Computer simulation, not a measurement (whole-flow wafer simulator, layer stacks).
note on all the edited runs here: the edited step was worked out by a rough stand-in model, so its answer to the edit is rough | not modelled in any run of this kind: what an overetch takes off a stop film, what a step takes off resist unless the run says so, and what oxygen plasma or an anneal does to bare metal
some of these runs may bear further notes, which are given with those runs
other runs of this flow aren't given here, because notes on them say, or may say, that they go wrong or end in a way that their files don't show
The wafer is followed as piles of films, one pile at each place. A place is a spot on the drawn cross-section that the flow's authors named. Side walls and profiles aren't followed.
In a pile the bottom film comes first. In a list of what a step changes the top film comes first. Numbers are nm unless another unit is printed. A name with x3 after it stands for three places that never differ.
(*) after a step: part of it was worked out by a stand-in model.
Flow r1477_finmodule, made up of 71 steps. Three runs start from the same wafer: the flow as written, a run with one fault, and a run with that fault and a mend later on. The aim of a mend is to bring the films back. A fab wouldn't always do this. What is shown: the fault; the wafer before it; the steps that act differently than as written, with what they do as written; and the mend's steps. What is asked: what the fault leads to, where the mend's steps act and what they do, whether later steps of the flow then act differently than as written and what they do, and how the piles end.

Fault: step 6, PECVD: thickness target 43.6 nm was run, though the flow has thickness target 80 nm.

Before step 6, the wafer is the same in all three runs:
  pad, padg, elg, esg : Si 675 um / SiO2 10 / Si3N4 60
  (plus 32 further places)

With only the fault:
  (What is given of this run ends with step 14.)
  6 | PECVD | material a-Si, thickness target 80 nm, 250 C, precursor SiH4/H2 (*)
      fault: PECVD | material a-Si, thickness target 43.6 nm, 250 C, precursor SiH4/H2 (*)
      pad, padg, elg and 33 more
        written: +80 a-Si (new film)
        fault: +43.6 a-Si (new film)
  None of the later steps of the flow up to step 14 acts differently than as written at any place that is followed.
  Once step 14 is done, the piles at pad, padg, elg and 33 more depart from the flow's by more than 2% or 0.5 nm, whichever is larger.
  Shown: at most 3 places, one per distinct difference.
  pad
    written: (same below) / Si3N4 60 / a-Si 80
    fault: (same below) / Si3N4 60 / a-Si 43.6
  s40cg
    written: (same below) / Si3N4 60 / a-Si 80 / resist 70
    fault: (same below) / Si3N4 60 / a-Si 43.6 / resist 70

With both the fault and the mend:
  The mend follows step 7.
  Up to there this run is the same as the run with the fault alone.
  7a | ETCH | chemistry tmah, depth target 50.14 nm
      pad, padg, elg and 33 more
        -43.6 a-Si (all of it)
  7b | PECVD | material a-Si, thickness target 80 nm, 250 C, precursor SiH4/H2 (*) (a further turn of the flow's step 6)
      pad, padg, elg and 33 more
        +80 a-Si (new film)
  None of the later steps of the flow acts differently than as written at any place that is followed.
  The piles end the same as the flow's at every place that both follow.
